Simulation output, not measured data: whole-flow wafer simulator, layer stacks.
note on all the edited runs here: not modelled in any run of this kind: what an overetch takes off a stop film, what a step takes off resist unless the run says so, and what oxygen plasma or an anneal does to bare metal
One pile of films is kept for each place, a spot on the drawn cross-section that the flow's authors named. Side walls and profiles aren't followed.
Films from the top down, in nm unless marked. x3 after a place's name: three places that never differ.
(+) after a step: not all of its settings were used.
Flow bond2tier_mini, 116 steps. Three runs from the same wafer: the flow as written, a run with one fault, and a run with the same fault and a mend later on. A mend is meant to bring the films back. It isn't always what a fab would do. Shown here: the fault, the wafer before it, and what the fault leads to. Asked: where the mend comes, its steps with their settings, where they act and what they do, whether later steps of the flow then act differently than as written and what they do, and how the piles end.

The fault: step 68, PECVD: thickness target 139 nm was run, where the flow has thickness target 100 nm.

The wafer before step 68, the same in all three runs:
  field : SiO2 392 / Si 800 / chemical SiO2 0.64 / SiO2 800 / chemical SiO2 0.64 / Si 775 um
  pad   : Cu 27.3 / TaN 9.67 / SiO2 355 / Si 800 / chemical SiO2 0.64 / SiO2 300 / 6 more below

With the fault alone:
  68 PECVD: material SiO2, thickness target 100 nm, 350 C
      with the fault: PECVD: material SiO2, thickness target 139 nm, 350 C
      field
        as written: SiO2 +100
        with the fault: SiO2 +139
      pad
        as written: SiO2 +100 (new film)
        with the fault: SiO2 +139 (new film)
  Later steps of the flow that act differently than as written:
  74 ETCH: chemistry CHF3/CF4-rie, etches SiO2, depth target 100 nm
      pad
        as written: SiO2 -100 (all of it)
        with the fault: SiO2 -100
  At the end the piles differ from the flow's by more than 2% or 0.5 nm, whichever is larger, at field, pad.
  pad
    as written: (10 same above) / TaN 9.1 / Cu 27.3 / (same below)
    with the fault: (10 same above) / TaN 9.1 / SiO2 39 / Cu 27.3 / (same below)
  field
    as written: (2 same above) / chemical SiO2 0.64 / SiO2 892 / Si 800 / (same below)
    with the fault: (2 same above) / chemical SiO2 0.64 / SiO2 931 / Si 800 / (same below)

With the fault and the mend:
  The mend comes after step 73.
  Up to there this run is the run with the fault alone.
  73a STRIP: chemistry O2, over-ash 100% (+)
      field
        KrF resist -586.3 (all of it)
  73b ETCH: chemistry CHF3/CF4-rie, etches SiO2, depth target 39 nm (the flow's step 62 once more, with other settings)
      field, pad
        SiO2 -39
  73c COAT: KrF resist, thickness 600 nm (the flow's step 69 once more)
      field, pad
        KrF resist +600 (new film)
  73d SOFTBAKE: KrF resist (the flow's step 70 once more)
      changes no film at any place that is followed
  73e EXPOSE: photomask T2PAD, NA 0.6 (the flow's step 71 once more)
      changes no film at any place that is followed
  73f PEB: KrF resist (the flow's step 72 once more)
      changes no film at any place that is followed
  73g DEVELOP: developer TMAH-0.26N, 60 s (the flow's step 73 once more)
      field
        KrF resist -13.7
      pad
        KrF resist -600 (all of it)
  No later step of the flow acts differently than as written at any place that is followed.
  At the end the piles are the same as the flow's at every place that both follow.
